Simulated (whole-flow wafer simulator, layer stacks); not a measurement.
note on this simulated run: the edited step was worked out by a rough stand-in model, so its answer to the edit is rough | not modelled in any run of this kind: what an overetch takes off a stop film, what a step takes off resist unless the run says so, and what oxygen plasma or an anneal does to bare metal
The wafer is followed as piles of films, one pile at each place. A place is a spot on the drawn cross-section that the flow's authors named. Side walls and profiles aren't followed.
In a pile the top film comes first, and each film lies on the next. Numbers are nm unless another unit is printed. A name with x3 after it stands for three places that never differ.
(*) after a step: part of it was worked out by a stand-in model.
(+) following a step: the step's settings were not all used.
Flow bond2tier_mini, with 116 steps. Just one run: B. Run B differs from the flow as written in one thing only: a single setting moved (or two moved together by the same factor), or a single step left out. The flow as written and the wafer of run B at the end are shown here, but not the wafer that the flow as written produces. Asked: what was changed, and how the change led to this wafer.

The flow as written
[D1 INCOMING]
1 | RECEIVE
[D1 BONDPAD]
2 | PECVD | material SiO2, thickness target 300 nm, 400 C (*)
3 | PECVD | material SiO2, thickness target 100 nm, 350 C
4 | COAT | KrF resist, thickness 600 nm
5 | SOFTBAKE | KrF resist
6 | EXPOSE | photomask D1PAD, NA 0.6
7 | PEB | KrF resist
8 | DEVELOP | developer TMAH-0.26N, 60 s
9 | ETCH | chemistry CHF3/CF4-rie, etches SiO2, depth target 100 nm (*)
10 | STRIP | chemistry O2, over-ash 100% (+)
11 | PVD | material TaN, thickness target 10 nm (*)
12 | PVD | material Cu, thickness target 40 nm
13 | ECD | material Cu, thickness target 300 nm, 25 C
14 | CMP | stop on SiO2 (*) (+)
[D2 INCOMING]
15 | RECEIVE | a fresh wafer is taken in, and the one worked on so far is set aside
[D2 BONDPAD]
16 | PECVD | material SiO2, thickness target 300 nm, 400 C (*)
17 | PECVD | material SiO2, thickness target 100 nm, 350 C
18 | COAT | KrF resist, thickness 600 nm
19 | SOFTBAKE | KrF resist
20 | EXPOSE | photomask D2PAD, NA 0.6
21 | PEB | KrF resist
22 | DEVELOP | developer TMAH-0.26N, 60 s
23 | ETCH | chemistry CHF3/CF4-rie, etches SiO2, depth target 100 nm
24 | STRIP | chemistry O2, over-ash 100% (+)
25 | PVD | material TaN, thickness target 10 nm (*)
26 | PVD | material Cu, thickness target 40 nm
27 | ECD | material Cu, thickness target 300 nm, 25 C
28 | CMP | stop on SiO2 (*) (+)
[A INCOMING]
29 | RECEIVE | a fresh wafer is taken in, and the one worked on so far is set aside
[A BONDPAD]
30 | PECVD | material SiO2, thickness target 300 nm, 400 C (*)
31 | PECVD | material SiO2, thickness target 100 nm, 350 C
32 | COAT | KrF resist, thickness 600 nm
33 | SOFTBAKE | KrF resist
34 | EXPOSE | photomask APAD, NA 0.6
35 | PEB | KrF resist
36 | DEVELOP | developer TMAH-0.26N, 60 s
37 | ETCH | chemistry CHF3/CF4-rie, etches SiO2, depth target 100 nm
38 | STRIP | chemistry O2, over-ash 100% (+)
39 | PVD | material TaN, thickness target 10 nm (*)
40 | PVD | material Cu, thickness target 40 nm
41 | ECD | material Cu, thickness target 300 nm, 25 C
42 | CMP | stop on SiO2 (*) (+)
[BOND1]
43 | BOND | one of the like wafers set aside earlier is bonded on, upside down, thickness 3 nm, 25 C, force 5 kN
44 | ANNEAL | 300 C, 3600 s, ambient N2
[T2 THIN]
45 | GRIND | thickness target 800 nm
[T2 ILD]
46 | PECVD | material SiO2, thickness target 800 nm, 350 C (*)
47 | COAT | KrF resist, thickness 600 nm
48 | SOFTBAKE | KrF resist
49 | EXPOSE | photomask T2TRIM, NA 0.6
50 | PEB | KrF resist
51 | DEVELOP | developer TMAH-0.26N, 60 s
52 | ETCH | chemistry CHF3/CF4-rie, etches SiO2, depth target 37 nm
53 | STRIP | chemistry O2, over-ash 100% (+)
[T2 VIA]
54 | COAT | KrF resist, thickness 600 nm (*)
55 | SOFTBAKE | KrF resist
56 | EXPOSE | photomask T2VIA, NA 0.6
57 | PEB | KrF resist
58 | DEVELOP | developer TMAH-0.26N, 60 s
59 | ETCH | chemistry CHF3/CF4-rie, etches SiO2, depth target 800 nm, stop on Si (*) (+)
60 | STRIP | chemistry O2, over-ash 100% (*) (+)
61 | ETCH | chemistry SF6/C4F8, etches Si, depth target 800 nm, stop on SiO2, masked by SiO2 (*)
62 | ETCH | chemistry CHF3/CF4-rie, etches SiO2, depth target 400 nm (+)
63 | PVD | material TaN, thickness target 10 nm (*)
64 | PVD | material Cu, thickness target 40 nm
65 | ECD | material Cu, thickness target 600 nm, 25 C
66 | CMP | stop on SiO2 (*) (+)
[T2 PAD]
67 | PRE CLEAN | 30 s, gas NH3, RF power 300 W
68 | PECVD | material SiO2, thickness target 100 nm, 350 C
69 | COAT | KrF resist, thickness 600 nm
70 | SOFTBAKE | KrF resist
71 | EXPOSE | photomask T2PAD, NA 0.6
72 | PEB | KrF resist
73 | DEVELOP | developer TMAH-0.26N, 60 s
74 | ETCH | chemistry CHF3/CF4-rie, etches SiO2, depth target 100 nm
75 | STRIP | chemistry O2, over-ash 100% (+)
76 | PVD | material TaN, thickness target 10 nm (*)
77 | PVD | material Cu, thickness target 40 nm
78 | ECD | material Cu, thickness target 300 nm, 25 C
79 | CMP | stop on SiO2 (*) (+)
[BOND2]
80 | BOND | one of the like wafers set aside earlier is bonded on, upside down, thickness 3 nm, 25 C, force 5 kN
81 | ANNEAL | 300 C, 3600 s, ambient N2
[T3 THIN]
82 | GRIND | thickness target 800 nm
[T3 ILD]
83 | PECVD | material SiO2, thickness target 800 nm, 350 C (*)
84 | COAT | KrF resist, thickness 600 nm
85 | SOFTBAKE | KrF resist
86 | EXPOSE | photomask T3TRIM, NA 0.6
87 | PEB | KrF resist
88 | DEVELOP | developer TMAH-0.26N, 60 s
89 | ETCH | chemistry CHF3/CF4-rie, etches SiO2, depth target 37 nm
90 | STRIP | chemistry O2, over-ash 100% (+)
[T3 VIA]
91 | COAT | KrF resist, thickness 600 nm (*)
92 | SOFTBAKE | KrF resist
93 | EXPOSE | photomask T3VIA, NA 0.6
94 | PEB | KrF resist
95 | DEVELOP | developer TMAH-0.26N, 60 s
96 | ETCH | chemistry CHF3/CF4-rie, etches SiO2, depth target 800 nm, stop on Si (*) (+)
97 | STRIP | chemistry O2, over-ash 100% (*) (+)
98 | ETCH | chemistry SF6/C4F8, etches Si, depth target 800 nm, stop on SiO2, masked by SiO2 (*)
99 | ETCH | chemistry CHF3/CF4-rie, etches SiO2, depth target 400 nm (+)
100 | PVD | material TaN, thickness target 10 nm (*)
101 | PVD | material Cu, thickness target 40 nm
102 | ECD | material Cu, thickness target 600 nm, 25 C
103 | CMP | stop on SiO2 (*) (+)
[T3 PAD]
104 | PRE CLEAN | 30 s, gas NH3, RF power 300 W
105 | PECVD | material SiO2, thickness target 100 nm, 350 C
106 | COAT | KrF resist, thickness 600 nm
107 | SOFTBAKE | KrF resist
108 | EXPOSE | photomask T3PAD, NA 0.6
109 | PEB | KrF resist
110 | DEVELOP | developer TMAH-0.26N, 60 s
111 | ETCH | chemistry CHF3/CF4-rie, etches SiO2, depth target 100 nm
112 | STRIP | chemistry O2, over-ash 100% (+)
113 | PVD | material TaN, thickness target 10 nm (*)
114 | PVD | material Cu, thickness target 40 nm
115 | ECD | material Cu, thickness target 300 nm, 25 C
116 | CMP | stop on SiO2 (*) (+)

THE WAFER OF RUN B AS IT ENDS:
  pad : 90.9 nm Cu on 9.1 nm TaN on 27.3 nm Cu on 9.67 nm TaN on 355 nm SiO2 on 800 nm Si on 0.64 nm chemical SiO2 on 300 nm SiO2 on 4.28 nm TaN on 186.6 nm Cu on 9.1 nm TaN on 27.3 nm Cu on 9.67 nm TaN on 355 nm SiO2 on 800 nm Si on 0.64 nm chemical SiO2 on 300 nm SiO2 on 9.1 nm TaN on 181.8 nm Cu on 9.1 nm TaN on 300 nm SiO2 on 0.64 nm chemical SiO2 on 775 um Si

What caused this: step 25, PVD: thickness target 4.7 nm was run, though the flow has thickness target 10 nm.

Step by step, how the change led to this:
  25 | PVD | material TaN, thickness target 10 nm (*)
      field: +4.7 TaN (new film) (it would be, as written: +10 TaN (new film))
      pad: +4.28 TaN (new film) (it would be, as written: +9.1 TaN (new film))
      (as well as at 1 more place)
  28 | CMP | stop on SiO2 (*) (+)
      field: -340 Cu (all of it), -4.7 TaN (all of it) (it would be, as written: -340 Cu (all of it), -10 TaN (all of it))
  80 | BOND | one of the like wafers set aside earlier is bonded on, upside down, thickness 3 nm, 25 C, force 5 kN
      pad: +775 um Si (new film), +0.64 chemical SiO2 (new film), +300 SiO2 (new film), +4.28 TaN (new film), +95.7 Cu (it would be, as written: +775 um Si (new film), +0.64 chemical SiO2 (new film), +300 SiO2 (new film), +9.1 TaN (new film), +90.9 Cu)
